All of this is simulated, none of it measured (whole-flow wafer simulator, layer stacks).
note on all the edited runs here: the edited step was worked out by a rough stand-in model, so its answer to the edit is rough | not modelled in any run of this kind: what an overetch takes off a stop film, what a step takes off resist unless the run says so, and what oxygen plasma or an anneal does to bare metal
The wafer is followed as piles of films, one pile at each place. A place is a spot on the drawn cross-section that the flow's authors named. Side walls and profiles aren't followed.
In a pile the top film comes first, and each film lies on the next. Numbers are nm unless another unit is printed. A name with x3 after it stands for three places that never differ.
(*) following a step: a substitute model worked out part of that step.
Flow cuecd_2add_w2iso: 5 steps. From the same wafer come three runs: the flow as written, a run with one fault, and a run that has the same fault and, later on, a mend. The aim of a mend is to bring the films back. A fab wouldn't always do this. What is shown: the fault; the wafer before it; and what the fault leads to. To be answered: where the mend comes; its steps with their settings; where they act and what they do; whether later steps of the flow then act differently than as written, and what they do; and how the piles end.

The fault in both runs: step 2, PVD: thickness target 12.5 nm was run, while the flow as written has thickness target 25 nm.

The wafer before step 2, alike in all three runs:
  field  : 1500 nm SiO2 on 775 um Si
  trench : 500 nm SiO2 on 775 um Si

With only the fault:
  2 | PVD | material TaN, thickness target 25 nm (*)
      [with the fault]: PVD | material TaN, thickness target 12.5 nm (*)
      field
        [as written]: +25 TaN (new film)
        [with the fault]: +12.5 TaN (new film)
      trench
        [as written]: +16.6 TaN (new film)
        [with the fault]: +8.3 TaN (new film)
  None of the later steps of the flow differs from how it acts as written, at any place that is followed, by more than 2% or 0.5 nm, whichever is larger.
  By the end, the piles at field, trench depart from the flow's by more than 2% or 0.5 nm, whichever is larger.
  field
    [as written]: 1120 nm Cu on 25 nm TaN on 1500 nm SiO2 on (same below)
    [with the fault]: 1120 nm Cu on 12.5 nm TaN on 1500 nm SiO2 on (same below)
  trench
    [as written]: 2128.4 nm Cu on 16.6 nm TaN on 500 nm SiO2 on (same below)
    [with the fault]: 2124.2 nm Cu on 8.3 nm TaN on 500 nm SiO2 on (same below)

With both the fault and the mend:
  The mend follows step 2.
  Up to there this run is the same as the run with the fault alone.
  2a | PVD | material TaN, thickness target 12.5 nm (*) (the flow's step 2 again, with other settings)
      field
        +12.5 TaN
      trench
        +8.26 TaN
  None of the later steps of the flow acts differently than as written at any place that is followed.
  By the end, the piles equal the flow's at every place that both follow.
